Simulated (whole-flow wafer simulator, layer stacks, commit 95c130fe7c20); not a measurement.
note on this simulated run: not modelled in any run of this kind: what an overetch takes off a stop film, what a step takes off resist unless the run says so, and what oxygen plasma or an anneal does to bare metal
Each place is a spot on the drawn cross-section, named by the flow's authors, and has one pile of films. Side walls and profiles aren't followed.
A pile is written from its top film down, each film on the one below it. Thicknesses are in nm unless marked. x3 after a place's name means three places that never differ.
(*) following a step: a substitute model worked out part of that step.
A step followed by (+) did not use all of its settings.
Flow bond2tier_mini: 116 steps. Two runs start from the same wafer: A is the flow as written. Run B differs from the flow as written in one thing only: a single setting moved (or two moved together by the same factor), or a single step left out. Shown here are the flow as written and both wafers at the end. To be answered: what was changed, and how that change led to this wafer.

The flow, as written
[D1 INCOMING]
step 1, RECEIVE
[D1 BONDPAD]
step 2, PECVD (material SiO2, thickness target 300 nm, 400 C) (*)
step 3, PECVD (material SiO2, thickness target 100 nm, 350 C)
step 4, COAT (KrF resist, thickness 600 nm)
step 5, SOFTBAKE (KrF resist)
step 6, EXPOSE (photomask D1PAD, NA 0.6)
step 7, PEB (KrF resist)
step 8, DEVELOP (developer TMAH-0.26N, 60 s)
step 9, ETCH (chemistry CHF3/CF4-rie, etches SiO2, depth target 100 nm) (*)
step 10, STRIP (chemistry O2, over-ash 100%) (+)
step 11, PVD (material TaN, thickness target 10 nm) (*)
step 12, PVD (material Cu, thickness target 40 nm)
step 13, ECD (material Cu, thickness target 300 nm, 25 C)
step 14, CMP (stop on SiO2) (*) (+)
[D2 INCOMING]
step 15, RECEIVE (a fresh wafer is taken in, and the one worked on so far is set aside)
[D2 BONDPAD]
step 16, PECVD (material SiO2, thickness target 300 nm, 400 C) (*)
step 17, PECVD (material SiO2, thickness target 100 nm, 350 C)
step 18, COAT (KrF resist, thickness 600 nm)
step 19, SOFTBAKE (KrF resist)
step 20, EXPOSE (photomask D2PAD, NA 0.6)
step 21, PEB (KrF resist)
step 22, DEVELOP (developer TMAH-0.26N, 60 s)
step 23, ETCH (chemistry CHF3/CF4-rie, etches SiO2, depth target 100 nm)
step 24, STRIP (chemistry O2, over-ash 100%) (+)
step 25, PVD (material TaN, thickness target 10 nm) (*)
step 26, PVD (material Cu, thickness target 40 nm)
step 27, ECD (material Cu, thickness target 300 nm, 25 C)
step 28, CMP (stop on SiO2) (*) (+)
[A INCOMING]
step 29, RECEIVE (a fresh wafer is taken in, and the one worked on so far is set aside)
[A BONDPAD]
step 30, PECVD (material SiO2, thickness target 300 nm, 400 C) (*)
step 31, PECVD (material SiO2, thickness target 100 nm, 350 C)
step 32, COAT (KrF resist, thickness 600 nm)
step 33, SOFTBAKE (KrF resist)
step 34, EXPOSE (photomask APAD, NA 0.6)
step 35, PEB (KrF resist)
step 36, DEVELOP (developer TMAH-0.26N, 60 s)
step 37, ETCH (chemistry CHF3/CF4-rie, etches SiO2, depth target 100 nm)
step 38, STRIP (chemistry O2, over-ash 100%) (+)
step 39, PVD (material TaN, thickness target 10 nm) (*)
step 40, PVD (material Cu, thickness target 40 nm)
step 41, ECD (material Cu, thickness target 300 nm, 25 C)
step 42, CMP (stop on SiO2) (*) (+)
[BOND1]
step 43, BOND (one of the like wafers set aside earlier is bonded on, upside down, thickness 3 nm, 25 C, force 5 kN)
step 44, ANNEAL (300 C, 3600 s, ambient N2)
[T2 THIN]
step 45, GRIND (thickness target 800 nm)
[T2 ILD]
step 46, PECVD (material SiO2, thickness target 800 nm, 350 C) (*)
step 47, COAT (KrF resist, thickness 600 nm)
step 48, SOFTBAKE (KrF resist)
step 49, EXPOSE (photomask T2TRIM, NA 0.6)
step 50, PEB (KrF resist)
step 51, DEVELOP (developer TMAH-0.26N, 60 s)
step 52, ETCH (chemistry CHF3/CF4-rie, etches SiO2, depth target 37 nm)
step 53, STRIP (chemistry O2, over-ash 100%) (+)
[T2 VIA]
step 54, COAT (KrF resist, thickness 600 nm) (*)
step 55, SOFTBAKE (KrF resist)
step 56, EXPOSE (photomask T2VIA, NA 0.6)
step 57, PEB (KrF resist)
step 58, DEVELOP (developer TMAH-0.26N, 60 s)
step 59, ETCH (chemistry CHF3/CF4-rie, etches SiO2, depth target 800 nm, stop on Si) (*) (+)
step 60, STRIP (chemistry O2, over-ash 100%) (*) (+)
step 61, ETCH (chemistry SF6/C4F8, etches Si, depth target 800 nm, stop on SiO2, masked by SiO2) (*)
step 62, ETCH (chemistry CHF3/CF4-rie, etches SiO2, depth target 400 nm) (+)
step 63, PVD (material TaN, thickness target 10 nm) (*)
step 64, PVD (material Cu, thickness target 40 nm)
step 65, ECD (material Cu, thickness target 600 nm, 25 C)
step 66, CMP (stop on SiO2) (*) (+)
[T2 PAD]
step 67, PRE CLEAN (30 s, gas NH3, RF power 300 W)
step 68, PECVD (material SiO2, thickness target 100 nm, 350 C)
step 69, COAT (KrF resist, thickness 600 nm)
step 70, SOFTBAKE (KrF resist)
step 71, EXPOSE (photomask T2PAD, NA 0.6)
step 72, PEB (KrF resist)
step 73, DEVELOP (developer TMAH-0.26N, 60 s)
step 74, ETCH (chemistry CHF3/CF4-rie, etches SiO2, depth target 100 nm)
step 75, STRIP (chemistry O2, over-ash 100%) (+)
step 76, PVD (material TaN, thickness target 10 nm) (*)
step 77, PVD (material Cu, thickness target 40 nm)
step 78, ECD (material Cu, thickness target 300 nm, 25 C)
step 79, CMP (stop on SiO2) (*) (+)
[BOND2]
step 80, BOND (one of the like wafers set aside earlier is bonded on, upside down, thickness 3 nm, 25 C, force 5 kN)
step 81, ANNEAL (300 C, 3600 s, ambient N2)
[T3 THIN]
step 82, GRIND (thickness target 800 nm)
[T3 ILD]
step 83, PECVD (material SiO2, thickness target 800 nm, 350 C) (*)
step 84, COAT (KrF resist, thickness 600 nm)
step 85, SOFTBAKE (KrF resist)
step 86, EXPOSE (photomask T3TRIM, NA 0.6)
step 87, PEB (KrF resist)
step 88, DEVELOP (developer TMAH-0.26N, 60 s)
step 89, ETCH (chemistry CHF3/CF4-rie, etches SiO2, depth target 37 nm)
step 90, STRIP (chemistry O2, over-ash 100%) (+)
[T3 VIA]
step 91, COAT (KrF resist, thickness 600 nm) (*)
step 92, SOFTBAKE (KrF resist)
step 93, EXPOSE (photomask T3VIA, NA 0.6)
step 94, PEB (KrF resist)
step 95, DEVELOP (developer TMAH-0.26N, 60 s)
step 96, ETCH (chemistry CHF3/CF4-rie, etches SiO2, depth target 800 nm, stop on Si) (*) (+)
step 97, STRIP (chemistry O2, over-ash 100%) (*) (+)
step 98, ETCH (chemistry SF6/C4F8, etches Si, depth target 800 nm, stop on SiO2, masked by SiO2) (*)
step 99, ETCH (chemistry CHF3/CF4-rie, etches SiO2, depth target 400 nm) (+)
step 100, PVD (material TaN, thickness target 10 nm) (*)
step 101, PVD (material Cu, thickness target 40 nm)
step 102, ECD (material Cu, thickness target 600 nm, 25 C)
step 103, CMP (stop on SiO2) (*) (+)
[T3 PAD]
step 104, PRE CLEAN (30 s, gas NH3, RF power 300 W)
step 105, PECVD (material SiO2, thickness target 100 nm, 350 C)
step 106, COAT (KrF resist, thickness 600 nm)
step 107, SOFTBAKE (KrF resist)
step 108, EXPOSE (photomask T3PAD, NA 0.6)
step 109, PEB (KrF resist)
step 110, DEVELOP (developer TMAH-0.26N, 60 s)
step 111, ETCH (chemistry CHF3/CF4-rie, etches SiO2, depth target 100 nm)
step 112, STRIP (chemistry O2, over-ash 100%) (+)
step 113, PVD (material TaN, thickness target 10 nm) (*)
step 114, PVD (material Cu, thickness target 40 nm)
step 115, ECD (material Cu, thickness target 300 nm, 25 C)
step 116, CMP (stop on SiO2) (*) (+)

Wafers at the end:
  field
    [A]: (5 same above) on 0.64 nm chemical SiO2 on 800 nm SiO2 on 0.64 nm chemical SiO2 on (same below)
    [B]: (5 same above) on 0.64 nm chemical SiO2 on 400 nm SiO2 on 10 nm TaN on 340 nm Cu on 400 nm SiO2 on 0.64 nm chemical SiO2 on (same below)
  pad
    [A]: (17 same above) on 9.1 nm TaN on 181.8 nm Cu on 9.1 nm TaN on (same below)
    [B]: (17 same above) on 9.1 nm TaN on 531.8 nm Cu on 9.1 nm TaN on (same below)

The reason: step 14, CMP: stop on SiO2 (*) (+), was skipped.

How this came from the change, step by step:
  step 43, BOND (one of the like wafers set aside earlier is bonded on, upside down, thickness 3 nm, 25 C, force 5 kN)
      field: A Si gains 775 um (new film), chemical SiO2 gains 0.64 (new film), SiO2 gains 400 | B Si gains 775 um (new film), chemical SiO2 gains 0.64 (new film), SiO2 gains 400 (new film), TaN gains 10 (new film), Cu gains 340 (new film)
      pad: A Si gains 775 um (new film), chemical SiO2 gains 0.64 (new film), SiO2 gains 300 (new film), TaN gains 9.1 (new film), Cu gains 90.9 | B Si gains 775 um (new film), chemical SiO2 gains 0.64 (new film), SiO2 gains 300 (new film), TaN gains 9.1 (new film), Cu gains 440.9
      (and at 1 other place as well)
Taking metal films that touch as one body, field has 1 body; the flow as written gives 0 bodies.
